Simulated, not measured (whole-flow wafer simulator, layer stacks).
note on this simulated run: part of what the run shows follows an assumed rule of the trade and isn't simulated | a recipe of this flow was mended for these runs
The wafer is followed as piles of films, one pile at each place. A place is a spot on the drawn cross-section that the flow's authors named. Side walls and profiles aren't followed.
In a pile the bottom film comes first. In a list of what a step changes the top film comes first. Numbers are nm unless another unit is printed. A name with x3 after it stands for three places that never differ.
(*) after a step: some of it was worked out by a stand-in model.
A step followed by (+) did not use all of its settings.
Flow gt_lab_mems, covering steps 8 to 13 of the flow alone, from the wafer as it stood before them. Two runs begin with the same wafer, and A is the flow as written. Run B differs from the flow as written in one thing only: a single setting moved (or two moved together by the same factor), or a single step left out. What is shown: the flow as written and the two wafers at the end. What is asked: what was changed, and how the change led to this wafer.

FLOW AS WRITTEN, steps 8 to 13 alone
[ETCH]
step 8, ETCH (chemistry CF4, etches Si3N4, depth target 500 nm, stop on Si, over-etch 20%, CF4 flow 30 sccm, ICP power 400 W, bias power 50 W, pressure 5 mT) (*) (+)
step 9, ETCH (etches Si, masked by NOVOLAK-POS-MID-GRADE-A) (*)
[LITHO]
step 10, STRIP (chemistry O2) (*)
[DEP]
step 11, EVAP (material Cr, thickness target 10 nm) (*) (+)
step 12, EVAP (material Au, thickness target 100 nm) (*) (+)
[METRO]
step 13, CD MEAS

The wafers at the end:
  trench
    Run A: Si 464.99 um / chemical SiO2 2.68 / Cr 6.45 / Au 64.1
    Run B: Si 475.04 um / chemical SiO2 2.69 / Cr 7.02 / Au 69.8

What caused this: step 8, ETCH: depth target 250 nm was run, whereas the flow has depth target 500 nm.

Step by step, how the change led to this:
  step 8, ETCH (chemistry CF4, etches Si3N4, depth target 500 nm, stop on Si, over-etch 20%, CF4 flow 30 sccm, ICP power 400 W, bias power 50 W, pressure 5 mT) (*) (+)
      trench: A Si3N4 loses 500 (all of it), chemical SiO2 loses 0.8 (all of it), Si loses 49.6 | B Si3N4 loses 300
      field: A g/i-line-resist loses 400 | B g/i-line-resist loses 200
  step 9, ETCH (etches Si, masked by NOVOLAK-POS-MID-GRADE-A) (*)
      trench: A Si loses 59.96 um | B Si3N4 loses 200 (all of it), chemical SiO2 loses 0.8 (all of it), Si loses 49.96 um
  step 10, STRIP (chemistry O2) (*)
      field: A g/i-line-resist loses 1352 (all of it) | B g/i-line-resist loses 1552 (all of it)
  step 11, EVAP (material Cr, thickness target 10 nm) (*) (+)
      trench: A Cr gains 6.45 (new film) | B Cr gains 7.02 (new film)
  step 12, EVAP (material Au, thickness target 100 nm) (*) (+)
      trench: A Au gains 64.1 (new film) | B Au gains 69.8 (new film)
